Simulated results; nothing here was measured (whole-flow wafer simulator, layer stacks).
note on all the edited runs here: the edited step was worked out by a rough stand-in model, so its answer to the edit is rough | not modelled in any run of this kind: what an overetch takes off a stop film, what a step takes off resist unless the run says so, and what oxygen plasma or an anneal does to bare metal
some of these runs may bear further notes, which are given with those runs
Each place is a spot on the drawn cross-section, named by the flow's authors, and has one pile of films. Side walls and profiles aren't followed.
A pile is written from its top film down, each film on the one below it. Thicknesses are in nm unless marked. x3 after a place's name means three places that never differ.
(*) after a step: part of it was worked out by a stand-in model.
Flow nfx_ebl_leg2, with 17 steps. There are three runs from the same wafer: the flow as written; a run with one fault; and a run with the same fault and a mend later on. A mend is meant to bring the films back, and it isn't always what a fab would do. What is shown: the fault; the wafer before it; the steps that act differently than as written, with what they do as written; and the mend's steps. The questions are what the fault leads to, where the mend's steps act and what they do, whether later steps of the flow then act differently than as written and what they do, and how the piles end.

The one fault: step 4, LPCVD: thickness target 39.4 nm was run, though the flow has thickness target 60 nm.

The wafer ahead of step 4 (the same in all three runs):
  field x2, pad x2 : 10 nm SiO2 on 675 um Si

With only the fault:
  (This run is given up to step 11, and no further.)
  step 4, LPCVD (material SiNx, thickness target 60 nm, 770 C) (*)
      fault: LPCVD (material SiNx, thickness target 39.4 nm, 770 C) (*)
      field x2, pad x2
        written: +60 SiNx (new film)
        fault: +39.4 SiNx (new film)
  Later steps of the flow up to step 11 that are run all act as written at every place that is followed.
  Once step 11 is done, the piles at field x2, pad x2 depart from the flow's by more than 2% or 0.5 nm, whichever is larger.
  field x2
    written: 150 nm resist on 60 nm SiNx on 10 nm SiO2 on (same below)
    fault: 150 nm resist on 39.4 nm SiNx on 10 nm SiO2 on (same below)
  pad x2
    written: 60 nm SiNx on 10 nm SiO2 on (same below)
    fault: 39.4 nm SiNx on 10 nm SiO2 on (same below)

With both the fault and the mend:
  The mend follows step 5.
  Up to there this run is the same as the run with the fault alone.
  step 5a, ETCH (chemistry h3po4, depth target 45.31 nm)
      field x2, pad x2
        -39.4 SiNx (all of it)
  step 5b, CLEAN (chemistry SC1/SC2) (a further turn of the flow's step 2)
      leaves every film unchanged at each place that is followed
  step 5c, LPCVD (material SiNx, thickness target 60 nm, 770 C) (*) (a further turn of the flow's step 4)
      field x2, pad x2
        +60 SiNx (new film)
  Later steps of the flow that are run all act as written at every place that is followed.
  By the end, the piles equal the flow's at every place that both follow.
